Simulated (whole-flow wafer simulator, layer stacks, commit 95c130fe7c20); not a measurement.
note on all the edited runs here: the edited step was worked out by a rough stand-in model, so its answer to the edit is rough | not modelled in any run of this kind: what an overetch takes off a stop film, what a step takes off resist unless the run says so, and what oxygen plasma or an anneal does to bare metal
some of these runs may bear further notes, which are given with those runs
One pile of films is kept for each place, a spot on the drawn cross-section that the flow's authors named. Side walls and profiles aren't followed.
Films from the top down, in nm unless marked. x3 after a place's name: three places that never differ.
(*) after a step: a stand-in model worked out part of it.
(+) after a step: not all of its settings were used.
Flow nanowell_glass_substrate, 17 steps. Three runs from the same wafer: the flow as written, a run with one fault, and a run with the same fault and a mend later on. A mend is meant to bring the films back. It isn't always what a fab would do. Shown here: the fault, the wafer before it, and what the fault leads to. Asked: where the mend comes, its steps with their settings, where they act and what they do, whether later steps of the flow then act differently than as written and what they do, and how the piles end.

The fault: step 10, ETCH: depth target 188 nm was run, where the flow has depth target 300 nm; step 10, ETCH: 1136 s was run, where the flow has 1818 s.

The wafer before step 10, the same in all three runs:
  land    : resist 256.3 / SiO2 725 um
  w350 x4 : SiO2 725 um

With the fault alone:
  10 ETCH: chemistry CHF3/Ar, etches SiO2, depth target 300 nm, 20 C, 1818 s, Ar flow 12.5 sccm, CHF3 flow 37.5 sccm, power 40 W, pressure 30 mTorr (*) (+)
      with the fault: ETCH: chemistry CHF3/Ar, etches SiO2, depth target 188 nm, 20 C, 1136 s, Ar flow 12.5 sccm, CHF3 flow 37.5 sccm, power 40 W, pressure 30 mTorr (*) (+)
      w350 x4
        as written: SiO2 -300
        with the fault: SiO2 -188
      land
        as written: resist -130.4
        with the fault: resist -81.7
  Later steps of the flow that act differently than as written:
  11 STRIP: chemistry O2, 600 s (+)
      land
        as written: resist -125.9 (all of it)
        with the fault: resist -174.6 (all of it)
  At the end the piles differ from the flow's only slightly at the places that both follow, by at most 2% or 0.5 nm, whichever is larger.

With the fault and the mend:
  The mend comes after step 10.
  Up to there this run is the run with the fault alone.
  10a ETCH: chemistry CHF3/Ar, etches SiO2, depth target 112 nm, 20 C, 678.7 s, Ar flow 12.5 sccm, CHF3 flow 37.5 sccm, power 40 W, pressure 30 mTorr (*) (+) (the flow's step 10 once more, with other settings)
      w350 x4
        SiO2 -112
      land
        resist -48.7
  No later step of the flow acts differently than as written at any place that is followed.
  At the end the piles are the same as the flow's at every place that both follow.
